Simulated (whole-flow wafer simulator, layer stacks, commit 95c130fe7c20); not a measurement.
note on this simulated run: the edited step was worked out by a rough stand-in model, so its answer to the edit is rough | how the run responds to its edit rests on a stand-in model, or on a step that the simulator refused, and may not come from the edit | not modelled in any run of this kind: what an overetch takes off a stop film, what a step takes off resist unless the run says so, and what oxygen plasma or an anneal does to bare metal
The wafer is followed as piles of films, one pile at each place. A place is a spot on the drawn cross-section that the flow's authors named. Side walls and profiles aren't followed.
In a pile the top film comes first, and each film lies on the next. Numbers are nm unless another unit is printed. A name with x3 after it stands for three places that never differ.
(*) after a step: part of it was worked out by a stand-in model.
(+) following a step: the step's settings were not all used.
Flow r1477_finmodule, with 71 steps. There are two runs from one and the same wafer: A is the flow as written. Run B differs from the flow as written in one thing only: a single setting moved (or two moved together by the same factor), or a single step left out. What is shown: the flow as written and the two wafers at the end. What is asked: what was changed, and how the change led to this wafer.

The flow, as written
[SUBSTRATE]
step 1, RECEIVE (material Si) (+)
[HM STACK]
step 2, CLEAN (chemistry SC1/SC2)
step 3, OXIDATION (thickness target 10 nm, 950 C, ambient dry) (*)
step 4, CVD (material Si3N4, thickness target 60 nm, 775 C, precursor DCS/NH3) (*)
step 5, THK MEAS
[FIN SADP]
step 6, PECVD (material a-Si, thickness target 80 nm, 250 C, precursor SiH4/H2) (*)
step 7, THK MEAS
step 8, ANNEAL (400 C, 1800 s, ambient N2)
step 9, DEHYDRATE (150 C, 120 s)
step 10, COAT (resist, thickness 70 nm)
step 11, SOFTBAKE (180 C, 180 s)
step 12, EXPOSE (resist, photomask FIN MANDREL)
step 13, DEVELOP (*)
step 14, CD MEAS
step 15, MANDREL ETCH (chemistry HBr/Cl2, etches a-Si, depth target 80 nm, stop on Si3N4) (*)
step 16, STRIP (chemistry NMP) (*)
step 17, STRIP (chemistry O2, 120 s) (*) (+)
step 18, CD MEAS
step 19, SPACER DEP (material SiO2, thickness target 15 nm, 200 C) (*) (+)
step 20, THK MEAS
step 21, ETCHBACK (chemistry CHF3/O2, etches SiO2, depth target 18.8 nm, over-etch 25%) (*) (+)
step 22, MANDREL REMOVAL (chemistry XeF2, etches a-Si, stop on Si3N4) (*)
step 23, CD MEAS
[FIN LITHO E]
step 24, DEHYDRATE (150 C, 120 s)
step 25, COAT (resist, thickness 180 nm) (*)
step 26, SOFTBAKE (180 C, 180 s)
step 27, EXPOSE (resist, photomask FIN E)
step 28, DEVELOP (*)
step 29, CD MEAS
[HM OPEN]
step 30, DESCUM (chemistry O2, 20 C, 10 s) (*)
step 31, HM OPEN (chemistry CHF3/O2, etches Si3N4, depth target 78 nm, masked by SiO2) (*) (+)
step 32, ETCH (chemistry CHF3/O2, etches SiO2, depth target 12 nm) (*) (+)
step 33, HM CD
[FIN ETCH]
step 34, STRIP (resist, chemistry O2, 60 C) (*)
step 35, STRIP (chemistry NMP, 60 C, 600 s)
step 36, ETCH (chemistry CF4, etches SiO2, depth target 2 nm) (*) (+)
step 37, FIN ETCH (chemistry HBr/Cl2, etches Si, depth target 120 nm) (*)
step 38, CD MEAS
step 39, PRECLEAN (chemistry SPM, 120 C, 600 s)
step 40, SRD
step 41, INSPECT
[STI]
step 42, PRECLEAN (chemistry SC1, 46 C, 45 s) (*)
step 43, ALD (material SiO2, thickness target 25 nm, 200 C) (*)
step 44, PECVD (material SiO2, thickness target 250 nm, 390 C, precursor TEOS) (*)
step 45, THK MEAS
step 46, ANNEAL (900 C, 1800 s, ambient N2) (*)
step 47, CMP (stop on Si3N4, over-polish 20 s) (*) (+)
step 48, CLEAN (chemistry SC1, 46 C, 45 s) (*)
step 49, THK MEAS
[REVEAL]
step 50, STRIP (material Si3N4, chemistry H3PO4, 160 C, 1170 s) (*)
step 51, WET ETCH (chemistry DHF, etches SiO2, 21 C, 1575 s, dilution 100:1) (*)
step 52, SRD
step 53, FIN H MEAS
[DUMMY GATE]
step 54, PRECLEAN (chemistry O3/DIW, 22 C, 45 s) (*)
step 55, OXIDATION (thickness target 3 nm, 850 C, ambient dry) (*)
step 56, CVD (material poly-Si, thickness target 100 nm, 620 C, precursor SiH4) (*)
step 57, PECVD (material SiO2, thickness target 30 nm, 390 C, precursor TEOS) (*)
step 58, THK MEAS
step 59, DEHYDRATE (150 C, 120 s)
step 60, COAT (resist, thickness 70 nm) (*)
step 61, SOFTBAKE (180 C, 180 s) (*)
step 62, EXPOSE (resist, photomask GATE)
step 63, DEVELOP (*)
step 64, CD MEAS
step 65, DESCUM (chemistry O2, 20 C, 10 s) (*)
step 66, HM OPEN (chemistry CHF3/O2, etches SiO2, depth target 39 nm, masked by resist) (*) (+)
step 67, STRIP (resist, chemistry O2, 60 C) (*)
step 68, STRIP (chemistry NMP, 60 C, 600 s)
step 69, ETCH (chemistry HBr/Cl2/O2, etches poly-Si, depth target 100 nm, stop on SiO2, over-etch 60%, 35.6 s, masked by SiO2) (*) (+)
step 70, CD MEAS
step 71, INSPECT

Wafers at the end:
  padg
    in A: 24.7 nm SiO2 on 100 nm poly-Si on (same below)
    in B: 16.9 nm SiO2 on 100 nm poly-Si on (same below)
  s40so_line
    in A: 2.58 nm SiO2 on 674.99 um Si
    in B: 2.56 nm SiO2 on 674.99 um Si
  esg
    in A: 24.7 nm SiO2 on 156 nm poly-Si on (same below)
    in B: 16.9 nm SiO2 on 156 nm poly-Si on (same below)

The reason: step 57, PECVD: thickness target 22.2 nm was run, though the flow has thickness target 30 nm.

How this came from the change, step by step:
  step 57, PECVD (material SiO2, thickness target 30 nm, 390 C, precursor TEOS) (*)
      pad, padg, elg and 33 more: A +30 SiO2 (new film) | B +22.2 SiO2 (new film)
  step 66, HM OPEN (chemistry CHF3/O2, etches SiO2, depth target 39 nm, masked by resist) (*) (+)
      pad, elo, eso and 15 more: A -30 SiO2 (all of it), -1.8 poly-Si | B -22.2 SiO2 (all of it), -2.22 poly-Si
      padg, elg, esg and 15 more: A -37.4 resist | B -31.9 resist
  step 67, STRIP (resist, chemistry O2, 60 C) (*)
      padg, elg, esg: A -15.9 resist (all of it) | B -21.4 resist (all of it)
      e40lg, e100lg, e200lg: A -12.8 resist (all of it) | B -18.2 resist (all of it)
      (also at 12 further places)
